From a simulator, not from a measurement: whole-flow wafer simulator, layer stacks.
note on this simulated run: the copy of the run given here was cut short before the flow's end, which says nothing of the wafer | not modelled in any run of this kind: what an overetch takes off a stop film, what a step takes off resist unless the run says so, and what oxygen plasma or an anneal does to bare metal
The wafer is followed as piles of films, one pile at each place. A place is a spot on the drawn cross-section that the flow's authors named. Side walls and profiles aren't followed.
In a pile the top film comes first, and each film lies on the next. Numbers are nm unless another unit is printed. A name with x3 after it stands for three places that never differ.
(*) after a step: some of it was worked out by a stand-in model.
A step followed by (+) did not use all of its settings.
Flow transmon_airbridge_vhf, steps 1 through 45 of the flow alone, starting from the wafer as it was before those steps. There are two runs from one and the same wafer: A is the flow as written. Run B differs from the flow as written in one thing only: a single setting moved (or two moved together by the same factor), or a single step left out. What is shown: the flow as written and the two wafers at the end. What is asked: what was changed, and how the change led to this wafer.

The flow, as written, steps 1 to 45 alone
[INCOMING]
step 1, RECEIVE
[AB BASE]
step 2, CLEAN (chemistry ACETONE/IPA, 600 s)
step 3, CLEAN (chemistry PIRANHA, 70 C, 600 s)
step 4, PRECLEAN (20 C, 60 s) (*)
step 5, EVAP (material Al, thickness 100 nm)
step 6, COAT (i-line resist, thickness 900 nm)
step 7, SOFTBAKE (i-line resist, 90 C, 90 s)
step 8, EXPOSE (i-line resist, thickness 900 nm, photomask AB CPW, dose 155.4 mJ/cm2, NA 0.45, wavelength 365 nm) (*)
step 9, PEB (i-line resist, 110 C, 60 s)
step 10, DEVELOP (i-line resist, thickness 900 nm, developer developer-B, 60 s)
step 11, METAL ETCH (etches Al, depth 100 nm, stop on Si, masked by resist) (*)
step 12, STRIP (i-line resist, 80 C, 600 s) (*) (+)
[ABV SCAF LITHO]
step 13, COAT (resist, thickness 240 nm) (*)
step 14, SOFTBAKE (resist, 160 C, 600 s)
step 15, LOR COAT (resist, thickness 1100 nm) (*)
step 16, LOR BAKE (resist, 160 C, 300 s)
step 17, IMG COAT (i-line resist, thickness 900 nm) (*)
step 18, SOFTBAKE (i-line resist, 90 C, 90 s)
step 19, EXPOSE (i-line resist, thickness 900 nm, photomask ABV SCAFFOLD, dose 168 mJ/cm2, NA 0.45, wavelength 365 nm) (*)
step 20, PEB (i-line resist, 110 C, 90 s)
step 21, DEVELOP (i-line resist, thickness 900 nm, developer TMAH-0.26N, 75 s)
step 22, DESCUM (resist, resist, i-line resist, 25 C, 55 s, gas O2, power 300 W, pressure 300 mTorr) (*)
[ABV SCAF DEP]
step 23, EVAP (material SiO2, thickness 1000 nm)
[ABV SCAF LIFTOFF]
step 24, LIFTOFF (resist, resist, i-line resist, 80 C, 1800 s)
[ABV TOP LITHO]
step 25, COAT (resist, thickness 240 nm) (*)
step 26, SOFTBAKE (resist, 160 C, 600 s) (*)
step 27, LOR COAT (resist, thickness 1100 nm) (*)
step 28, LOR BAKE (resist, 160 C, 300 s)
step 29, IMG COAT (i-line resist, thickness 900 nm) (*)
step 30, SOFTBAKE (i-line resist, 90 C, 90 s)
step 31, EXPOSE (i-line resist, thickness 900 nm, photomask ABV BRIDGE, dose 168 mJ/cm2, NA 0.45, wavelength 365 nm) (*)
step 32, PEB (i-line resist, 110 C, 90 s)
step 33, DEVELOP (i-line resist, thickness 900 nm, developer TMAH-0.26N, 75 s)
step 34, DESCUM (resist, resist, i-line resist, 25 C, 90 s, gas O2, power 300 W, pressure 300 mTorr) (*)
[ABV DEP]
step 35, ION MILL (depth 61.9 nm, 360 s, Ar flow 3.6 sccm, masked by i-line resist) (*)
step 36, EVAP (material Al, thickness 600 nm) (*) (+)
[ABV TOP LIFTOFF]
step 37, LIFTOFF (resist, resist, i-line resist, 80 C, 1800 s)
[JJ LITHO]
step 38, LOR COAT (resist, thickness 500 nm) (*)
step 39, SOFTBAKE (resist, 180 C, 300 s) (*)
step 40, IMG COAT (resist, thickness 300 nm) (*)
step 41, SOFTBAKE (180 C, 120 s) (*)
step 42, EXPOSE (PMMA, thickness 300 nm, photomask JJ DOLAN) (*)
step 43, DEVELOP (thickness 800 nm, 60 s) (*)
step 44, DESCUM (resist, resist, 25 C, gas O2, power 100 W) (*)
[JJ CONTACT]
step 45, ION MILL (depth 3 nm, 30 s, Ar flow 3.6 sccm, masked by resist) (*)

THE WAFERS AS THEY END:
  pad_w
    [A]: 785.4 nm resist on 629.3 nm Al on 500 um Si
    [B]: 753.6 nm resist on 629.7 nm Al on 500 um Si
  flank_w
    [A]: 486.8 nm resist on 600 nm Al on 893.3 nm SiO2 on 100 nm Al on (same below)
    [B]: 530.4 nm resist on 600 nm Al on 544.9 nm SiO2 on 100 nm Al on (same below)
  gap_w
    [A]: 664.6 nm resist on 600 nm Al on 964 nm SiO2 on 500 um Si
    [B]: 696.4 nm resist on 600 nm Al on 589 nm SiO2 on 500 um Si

What caused this: step 23, EVAP: thickness 625 nm was run, whereas the flow has thickness 1000 nm.

Step by step, how the change led to this:
  step 23, EVAP (material SiO2, thickness 1000 nm)
      field x3, jj_line, ground_far and 10 more: A +1000 SiO2 (new film) | B +625 SiO2 (new film)
      flank_w, flank_e: A +929.3 SiO2 (new film) | B +580.8 SiO2 (new film)
  step 24, LIFTOFF (resist, resist, i-line resist, 80 C, 1800 s)
      field x3, jj_line, trace_open_s x2: A -1000 SiO2 (all of it), -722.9 i-line resist (all of it), -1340 resist (all of it) | B -625 SiO2 (all of it), -722.9 i-line resist (all of it), -1340 resist (all of it)
      pad_w, pad_e: A -1000 SiO2 (all of it), -718 i-line resist (all of it), -1330.2 resist (all of it) | B -625 SiO2 (all of it), -718 i-line resist (all of it), -1330.2 resist (all of it)
      (as well as at 1 more place)
  step 25, COAT (resist, thickness 240 nm) (*)
      flank_w, flank_e: A +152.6 resist (new film) | B +165.8 resist (new film)
      gap_w, gap_e: A +210.7 resist (new film) | B +226.7 resist (new film)
      (as well as at 6 more places)
  step 27, LOR COAT (resist, thickness 1100 nm) (*)
      gap_w, gap_e: A +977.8 resist | B +1030.6 resist
      margin_s, margin_n: A +823.4 resist | B +917.1 resist
      (as well as at 6 more places)
  step 29, IMG COAT (i-line resist, thickness 900 nm) (*)
      gap_w, gap_e: A +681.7 i-line resist (new film) | B +773.2 i-line resist (new film)
      margin_s, margin_n: A +603.2 i-line resist (new film) | B +721.2 i-line resist (new film)
      (as well as at 7 more places)
  step 32, PEB (i-line resist, 110 C, 90 s)
      pad_w, pad_e: A -51 i-line resist | B -49.2 i-line resist
      flank_w, flank_e: A -38.3 i-line resist | B -42 i-line resist
      (as well as at 7 more places)
  step 33, DEVELOP (i-line resist, thickness 900 nm, developer TMAH-0.26N, 75 s)
      gap_w, gap_e: A -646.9 i-line resist (all of it), -977.8 resist | B -733.6 i-line resist (all of it), -1030.6 resist
      pad_w: A -937.2 i-line resist (all of it), -1247.8 resist | B -904.8 i-line resist (all of it), -1188.8 resist
      (as well as at 5 more places)
  step 34, DESCUM (resist, resist, i-line resist, 25 C, 90 s, gas O2, power 300 W, pressure 300 mTorr) (*)
      flank_w, flank_e: A -152.6 resist (all of it) | B -165.8 resist (all of it)
      gap_w, gap_e: A -210.7 resist (all of it) | B -226.7 resist (all of it)
      (as well as at 4 more places)
  step 37, LIFTOFF (resist, resist, i-line resist, 80 C, 1800 s)
      margin_s, margin_n: A -600 Al (all of it), -318.3 i-line resist (all of it), -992 resist (all of it) | B -600 Al (all of it), -430.2 i-line resist (all of it), -1107.2 resist (all of it)
      ground_far: A -600 Al (all of it), -717.9 i-line resist (all of it), -1384.9 resist (all of it) | B -600 Al (all of it), -671.1 i-line resist (all of it), -1371.2 resist (all of it)
  step 38, LOR COAT (resist, thickness 500 nm) (*)
      pad_w, pad_e: A +517 resist (new film) | B +495.3 resist (new film)
      flank_w, flank_e: A +306.5 resist (new film) | B +337.7 resist (new film)
      (as well as at 6 more places)
  step 40, IMG COAT (resist, thickness 300 nm) (*)
      pad_w, pad_e: A +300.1 resist | B +290.1 resist
      flank_w, flank_e: A +212.1 resist | B +224.4 resist
      (as well as at 6 more places)
